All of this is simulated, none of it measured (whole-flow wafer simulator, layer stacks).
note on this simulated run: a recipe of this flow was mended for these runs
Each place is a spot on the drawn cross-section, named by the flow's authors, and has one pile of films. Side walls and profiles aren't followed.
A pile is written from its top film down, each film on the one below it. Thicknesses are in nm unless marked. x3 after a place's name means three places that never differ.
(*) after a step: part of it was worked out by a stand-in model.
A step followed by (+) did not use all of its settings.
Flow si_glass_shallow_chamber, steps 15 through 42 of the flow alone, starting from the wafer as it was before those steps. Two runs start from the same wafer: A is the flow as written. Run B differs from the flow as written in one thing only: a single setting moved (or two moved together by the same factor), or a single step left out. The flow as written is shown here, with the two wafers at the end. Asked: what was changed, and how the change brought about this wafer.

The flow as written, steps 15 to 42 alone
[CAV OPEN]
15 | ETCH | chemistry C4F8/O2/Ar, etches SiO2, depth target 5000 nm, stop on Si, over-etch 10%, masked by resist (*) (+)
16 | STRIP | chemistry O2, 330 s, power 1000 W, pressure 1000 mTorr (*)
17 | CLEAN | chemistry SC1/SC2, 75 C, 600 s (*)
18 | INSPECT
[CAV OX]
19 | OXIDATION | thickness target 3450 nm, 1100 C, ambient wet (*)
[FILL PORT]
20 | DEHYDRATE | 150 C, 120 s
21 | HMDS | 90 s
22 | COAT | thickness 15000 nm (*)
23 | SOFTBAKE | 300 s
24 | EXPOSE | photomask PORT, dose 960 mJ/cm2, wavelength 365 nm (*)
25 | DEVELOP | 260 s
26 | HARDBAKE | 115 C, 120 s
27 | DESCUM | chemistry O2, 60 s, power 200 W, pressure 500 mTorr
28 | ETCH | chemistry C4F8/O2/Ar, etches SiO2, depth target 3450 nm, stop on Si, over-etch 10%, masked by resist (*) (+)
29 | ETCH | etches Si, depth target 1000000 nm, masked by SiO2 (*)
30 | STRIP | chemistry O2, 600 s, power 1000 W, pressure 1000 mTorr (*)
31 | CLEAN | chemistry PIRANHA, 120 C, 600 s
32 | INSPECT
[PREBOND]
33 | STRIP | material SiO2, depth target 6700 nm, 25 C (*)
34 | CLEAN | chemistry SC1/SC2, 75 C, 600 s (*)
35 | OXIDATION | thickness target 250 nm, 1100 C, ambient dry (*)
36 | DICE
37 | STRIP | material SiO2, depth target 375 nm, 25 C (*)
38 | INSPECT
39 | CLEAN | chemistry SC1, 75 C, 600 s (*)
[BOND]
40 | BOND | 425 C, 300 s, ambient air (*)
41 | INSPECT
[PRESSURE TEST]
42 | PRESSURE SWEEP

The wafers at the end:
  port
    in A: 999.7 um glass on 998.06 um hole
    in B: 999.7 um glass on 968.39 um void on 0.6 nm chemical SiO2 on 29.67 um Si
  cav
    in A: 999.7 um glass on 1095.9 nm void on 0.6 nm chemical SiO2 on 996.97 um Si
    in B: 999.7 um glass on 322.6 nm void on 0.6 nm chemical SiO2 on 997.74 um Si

The reason: step 15, ETCH: depth target 2375 nm was run, whereas the flow has depth target 5000 nm.

The path from the change to this, step by step:
  15 | ETCH | chemistry C4F8/O2/Ar, etches SiO2, depth target 5000 nm, stop on Si, over-etch 10%, masked by resist (*) (+)
      cav, port: A -5000 SiO2 (all of it), -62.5 Si | B -2612.5 SiO2
      rim, ramp, septum, ring: A -1100 thick-i-line-resist | B -522.5 thick-i-line-resist
  16 | STRIP | chemistry O2, 330 s, power 1000 W, pressure 1000 mTorr (*)
      cav, port: A +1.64 chemical SiO2 (new film), -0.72 Si | B nothing
      rim, ramp, septum, ring: A -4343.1 thick-i-line-resist (all of it) | B -4920.6 thick-i-line-resist (all of it)
  17 | CLEAN | chemistry SC1/SC2, 75 C, 600 s (*)
      cav, port: A -1.04 chemical SiO2, -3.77 Si | B -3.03 SiO2
  19 | OXIDATION | thickness target 3450 nm, 1100 C, ambient wet (*)
      cav, port: A +3450 SiO2 (new film), -0.6 chemical SiO2 (all of it), -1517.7 Si | B +1844.1 SiO2, -811.4 Si
  22 | COAT | thickness 15000 nm (*)
      rim: A +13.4 um thick-i-line-resist (new film) | B +14.05 um thick-i-line-resist (new film)
      ramp: A +12.89 um thick-i-line-resist (new film) | B +13.75 um thick-i-line-resist (new film)
      (and at 4 other places as well)
  23 | SOFTBAKE | 300 s
      rim: A -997 thick-i-line-resist | B -568.7 thick-i-line-resist
      ramp: A -487.1 thick-i-line-resist | B -268.4 thick-i-line-resist
      (and at 4 other places as well)
  25 | DEVELOP | 260 s
      port: A -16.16 um thick-i-line-resist (all of it) | B -15.68 um thick-i-line-resist (all of it)
  26 | HARDBAKE | 115 C, 120 s
      rim, ramp: A -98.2 thick-i-line-resist | B -111.5 thick-i-line-resist
      cav: A -147.1 thick-i-line-resist | B -137.3 thick-i-line-resist
  28 | ETCH | chemistry C4F8/O2/Ar, etches SiO2, depth target 3450 nm, stop on Si, over-etch 10%, masked by resist (*) (+)
      port: A -3450 SiO2 (all of it), -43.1 Si | B -3795 SiO2
  29 | ETCH | etches Si, depth target 1000000 nm, masked by SiO2 (*)
      port: A +997.05 um hole (new film), -997.05 um Si (all of it) | B -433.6 SiO2 (all of it), -968.07 um Si
      rim, ramp: A -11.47 um thick-i-line-resist (all of it), -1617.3 SiO2 | B -12.54 um thick-i-line-resist (all of it), -1051.6 SiO2
      (and at 2 other places as well)
  30 | STRIP | chemistry O2, 600 s, power 1000 W, pressure 1000 mTorr (*)
      port: A nothing | B +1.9 chemical SiO2 (new film), -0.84 Si
      cav: A -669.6 thick-i-line-resist (all of it) | B -201.2 thick-i-line-resist (all of it)
  33 | STRIP | material SiO2, depth target 6700 nm, 25 C (*)
      port: A nothing | B -1.9 chemical SiO2 (all of it)
      rim, ramp: A -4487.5 SiO2 (all of it) | B -5053.2 SiO2 (all of it)
      (and at 1 other place as well)
  34 | CLEAN | chemistry SC1/SC2, 75 C, 600 s (*)
      port: A nothing | B +0.6 chemical SiO2 (new film), -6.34 Si
  35 | OXIDATION | thickness target 250 nm, 1100 C, ambient dry (*)
      port: A nothing | B +250 SiO2 (new film), -0.6 chemical SiO2 (all of it), -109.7 Si
  37 | STRIP | material SiO2, depth target 375 nm, 25 C (*)
      port: A nothing | B -250 SiO2 (all of it)
  39 | CLEAN | chemistry SC1, 75 C, 600 s (*)
      port: A nothing | B +0.6 chemical SiO2 (new film), -6.34 Si
  40 | BOND | 425 C, 300 s, ambient air (*)
      port: A +999.7 um glass (new film), +1017.3 hole | B +999.7 um glass (new film), +968.39 um void (new film)
      cav: A +999.7 um glass (new film), +1095.9 void (new film) | B +999.7 um glass (new film), +322.6 void (new film)
